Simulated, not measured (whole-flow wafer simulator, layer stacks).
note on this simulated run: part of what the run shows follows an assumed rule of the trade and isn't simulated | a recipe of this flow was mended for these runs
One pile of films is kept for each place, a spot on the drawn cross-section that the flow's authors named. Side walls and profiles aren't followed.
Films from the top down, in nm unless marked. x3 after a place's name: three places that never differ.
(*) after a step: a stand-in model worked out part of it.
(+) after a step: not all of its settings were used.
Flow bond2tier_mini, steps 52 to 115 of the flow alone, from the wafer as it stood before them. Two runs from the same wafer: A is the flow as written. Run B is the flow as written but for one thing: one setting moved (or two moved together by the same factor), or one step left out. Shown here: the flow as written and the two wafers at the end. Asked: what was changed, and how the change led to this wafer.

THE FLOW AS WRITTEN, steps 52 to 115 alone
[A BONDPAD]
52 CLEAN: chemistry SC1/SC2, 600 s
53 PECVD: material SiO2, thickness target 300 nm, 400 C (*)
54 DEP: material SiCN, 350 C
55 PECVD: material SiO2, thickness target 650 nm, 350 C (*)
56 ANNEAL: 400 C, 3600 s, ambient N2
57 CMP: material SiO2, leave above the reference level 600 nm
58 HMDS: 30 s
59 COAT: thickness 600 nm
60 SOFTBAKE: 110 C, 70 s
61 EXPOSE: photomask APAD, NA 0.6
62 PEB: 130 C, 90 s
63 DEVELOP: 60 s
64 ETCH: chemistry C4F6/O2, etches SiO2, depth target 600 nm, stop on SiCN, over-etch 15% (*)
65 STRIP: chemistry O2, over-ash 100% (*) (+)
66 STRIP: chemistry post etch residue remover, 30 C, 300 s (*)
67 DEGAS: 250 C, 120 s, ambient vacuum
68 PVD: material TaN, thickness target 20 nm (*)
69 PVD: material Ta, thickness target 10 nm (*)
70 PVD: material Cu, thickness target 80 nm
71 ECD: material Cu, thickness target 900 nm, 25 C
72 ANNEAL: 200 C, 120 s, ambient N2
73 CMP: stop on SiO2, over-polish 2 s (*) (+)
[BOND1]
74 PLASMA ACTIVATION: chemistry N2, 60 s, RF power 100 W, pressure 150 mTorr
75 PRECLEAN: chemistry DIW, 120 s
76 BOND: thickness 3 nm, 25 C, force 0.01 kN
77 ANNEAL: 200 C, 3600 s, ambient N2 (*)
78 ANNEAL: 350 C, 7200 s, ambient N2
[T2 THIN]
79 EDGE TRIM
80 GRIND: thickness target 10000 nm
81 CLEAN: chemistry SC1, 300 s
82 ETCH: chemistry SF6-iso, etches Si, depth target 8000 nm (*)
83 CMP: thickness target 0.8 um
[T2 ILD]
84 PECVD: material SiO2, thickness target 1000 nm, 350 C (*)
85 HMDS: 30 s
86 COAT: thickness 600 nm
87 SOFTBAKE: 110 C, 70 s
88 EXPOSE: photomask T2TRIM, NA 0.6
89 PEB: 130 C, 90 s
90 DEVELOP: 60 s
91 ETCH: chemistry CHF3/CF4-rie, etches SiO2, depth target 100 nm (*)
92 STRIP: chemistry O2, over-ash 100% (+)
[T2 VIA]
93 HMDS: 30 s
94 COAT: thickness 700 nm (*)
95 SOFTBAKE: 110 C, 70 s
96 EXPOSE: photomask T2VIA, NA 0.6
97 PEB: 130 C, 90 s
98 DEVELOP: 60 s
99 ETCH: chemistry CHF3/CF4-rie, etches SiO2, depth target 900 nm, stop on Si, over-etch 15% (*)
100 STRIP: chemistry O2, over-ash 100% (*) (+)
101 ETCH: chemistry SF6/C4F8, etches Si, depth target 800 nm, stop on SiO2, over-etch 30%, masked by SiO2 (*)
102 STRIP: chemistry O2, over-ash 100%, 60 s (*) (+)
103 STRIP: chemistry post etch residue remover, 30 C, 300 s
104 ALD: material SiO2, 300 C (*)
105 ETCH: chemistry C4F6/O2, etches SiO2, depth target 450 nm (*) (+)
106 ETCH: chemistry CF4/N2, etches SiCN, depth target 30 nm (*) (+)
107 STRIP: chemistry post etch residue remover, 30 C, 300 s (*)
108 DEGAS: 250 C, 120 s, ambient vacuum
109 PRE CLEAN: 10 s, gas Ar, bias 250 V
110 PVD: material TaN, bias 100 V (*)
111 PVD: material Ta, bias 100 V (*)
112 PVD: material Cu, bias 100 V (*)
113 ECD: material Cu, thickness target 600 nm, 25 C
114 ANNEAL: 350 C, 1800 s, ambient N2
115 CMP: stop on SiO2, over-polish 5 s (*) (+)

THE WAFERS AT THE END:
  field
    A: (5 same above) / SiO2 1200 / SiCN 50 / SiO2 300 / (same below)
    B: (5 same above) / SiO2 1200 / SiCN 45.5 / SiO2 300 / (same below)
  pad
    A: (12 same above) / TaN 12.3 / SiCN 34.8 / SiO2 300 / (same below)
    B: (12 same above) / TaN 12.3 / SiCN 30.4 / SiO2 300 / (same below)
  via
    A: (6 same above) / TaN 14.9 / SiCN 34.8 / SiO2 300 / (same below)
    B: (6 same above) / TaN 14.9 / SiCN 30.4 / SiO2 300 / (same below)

The cause: step 54, DEP: 373 C was run, where the flow has 350 C.

How the change led to this, step by step:
  54 DEP: material SiCN, 350 C
      field, pad, via: A SiCN +50 (new film) | B SiCN +45.5 (new film)
